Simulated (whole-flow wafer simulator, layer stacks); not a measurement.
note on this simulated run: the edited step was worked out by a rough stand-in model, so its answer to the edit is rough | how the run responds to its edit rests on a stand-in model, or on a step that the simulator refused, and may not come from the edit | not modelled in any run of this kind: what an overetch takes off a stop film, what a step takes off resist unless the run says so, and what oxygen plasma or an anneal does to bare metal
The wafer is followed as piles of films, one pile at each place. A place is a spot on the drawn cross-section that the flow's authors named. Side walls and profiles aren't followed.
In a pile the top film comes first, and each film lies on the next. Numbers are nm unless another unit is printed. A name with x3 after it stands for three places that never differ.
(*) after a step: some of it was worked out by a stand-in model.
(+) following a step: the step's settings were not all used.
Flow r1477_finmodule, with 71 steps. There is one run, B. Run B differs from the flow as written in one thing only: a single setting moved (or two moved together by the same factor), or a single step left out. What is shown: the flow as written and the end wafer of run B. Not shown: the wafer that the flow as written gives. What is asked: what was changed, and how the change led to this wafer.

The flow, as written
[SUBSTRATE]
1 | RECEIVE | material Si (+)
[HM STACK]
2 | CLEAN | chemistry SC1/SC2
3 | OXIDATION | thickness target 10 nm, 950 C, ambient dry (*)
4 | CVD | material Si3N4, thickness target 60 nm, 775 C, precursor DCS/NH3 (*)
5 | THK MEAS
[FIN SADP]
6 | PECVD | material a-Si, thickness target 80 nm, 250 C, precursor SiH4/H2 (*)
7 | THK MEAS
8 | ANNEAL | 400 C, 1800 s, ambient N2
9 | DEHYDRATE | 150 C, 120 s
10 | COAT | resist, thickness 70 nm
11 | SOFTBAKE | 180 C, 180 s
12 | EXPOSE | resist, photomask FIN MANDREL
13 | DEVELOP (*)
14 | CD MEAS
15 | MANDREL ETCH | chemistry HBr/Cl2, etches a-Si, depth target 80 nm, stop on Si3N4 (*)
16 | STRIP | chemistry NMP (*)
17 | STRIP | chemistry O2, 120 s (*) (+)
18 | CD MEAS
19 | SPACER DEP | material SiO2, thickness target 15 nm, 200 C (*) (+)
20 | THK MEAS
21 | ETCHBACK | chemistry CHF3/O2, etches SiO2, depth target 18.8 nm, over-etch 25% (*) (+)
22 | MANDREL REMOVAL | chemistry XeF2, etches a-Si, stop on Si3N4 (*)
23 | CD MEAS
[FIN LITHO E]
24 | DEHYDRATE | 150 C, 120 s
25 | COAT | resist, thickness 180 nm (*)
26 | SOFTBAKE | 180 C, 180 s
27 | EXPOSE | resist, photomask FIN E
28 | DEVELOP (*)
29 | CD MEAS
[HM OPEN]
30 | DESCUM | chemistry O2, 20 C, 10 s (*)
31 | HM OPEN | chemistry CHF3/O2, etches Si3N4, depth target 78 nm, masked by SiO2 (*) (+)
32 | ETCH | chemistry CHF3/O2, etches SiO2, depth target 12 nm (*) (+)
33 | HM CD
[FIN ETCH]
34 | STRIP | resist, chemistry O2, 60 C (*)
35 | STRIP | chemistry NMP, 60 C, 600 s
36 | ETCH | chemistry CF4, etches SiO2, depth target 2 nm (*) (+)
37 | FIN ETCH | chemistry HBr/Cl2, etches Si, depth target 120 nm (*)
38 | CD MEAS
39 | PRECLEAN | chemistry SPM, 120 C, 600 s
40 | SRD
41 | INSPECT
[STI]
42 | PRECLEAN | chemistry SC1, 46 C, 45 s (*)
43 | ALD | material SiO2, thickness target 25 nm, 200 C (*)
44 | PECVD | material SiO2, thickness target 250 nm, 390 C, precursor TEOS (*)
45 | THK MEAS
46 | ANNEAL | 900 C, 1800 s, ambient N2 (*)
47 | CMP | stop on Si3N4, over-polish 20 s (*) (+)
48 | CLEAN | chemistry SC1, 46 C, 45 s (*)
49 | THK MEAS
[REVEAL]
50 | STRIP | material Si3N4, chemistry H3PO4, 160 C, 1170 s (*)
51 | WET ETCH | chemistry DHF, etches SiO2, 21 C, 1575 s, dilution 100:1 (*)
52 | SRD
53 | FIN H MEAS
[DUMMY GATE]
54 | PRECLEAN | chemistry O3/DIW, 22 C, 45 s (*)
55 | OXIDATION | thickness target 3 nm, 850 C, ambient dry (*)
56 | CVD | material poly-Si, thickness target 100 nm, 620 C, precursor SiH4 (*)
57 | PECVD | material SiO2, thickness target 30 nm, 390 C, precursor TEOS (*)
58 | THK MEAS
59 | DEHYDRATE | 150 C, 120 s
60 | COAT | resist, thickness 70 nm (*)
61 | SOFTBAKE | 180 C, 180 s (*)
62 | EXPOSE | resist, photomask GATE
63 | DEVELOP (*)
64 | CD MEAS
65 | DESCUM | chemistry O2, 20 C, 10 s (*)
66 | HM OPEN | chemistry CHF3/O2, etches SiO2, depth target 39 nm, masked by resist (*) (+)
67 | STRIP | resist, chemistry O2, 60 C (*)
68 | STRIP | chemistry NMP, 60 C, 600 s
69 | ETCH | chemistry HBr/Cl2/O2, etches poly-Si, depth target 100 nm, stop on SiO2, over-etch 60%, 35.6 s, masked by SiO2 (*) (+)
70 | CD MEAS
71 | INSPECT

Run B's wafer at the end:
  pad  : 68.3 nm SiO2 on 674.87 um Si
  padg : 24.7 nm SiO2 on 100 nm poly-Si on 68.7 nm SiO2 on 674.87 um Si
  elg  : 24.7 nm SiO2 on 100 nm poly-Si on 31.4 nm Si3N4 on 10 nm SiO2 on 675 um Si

What caused this: step 46, ANNEAL: 810 C was run, though the flow has 900 C.

Step by step, how the change led to this:
  46 | ANNEAL | 900 C, 1800 s, ambient N2 (*)
      pad, padg, elg and 33 more: SiO2 loses 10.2 (in the flow as written it would be: SiO2 loses 11.2)
  50 | STRIP | material Si3N4, chemistry H3PO4, 160 C, 1170 s (*)
      pad, padg, e40sg and 12 more: SiO2 loses 6.26 (in the flow as written it would be: SiO2 loses 4.28)
      elg, esg, e40lg and 12 more: SiO2 loses 5.63 (in the flow as written it would be: SiO2 loses 4.28)
  51 | WET ETCH | chemistry DHF, etches SiO2, 21 C, 1575 s, dilution 100:1 (*)
      pad, padg, e40sg and 12 more: SiO2 loses 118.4 (in the flow as written it would be: SiO2 loses 85.7)
      elg, e40lg, e100lg, e200lg, elo, e40lo, e100lo, e200lo: SiO2 loses 16.5 (all of it), Si3N4 loses 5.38 (in the flow as written it would be: SiO2 loses 17.8 (all of it), Si3N4 loses 4.97)
      (and at 7 other places as well)
  56 | CVD | material poly-Si, thickness target 100 nm, 620 C, precursor SiH4 (*)
      s40cg, s40co: poly-Si gains 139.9 (new film) (in the flow as written it would be: poly-Si gains 113.9 (new film))
      s45cg, s45co: poly-Si gains 139.9 (new film) (in the flow as written it would be: poly-Si gains 113.4 (new film))
      (and at 3 other places as well)
  60 | COAT | resist, thickness 70 nm (*)
      e40lg, e100lg, e200lg, elo, e40lo, e100lo, e200lo: resist gains 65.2 (new film) (in the flow as written it would be: resist gains 66.9 (new film))
      e40sg, eso, e40so: resist gains 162 (new film) (in the flow as written it would be: resist gains 129.5 (new film))
      (and at 16 other places as well)
  63 | DEVELOP (*)
      elo, e40lo, e100lo, e200lo: resist loses 65.2 (all of it) (in the flow as written it would be: resist loses 66.9 (all of it))
      eso, e40so: resist loses 162 (all of it) (in the flow as written it would be: resist loses 129.5 (all of it))
      (and at 8 other places as well)
  67 | STRIP | resist, chemistry O2, 60 C (*)
      e40lg, e100lg, e200lg: resist loses 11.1 (all of it) (in the flow as written it would be: resist loses 12.8 (all of it))
      e40sg: resist loses 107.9 (all of it) (in the flow as written it would be: resist loses 75.4 (all of it))
      (and at 10 other places as well)
  69 | ETCH | chemistry HBr/Cl2/O2, etches poly-Si, depth target 100 nm, stop on SiO2, over-etch 60%, 35.6 s, masked by SiO2 (*) (+)
      s40co: chemical SiO2 loses 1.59 (all of it), poly-Si loses 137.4 (all of it), SiO2 loses 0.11 (in the flow as written it would be: chemical SiO2 loses 1.46 (all of it), poly-Si loses 111.5 (all of it), SiO2 loses 0.24)
      s45co: chemical SiO2 loses 1.59 (all of it), poly-Si loses 137.4 (all of it), SiO2 loses 0.11 (in the flow as written it would be: chemical SiO2 loses 1.46 (all of it), poly-Si loses 110.9 (all of it), SiO2 loses 0.25)
      (and at 1 other place as well)
